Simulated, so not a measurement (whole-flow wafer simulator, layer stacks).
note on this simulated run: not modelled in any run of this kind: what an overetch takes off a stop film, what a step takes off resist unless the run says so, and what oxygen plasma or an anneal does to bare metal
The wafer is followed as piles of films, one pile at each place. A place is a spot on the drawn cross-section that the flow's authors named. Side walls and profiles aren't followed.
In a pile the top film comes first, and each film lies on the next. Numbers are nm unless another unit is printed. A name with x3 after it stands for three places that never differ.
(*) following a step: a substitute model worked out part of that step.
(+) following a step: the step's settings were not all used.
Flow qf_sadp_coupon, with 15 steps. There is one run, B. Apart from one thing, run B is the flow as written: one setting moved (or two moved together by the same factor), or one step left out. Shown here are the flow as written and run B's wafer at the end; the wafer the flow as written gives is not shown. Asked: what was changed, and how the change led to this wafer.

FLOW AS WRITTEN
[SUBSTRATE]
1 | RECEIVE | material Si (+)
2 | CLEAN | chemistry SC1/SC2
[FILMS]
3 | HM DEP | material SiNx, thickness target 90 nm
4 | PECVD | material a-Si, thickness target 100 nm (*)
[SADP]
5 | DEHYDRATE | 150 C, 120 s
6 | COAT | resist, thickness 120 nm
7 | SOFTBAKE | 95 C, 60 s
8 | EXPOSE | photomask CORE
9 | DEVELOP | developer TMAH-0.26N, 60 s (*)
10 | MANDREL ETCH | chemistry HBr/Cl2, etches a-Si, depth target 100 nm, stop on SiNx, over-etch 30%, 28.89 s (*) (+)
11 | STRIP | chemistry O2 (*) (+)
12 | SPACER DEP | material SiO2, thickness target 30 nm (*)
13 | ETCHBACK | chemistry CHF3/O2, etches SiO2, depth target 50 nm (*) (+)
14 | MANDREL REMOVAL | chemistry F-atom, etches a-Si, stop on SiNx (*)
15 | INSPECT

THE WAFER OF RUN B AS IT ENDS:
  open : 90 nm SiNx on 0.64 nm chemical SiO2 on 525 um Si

What caused this: step 10, MANDREL ETCH: chemistry HBr/Cl2, etches a-Si, depth target 100 nm, stop on SiNx, over-etch 30%, 28.89 s (*) (+), was omitted.

The path from the change to this, step by step:
  11 | STRIP | chemistry O2 (*) (+)
      open: +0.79 chemical SiO2 (new film), -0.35 a-Si (in the flow as written it would be: nothing)
      m: +0.71 chemical SiO2 (new film), -120 resist (all of it), -0.31 a-Si (in the flow as written it would be: +0.74 chemical SiO2 (new film), -76.7 resist (all of it), -0.32 a-Si)
  13 | ETCHBACK | chemistry CHF3/O2, etches SiO2, depth target 50 nm (*) (+)
      open: -30 SiO2 (all of it), -0.79 chemical SiO2 (all of it), -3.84 a-Si (in the flow as written it would be: -30 SiO2 (all of it), -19 SiNx)
  14 | MANDREL REMOVAL | chemistry F-atom, etches a-Si, stop on SiNx (*)
      open: -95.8 a-Si (all of it) (in the flow as written it would be: nothing)
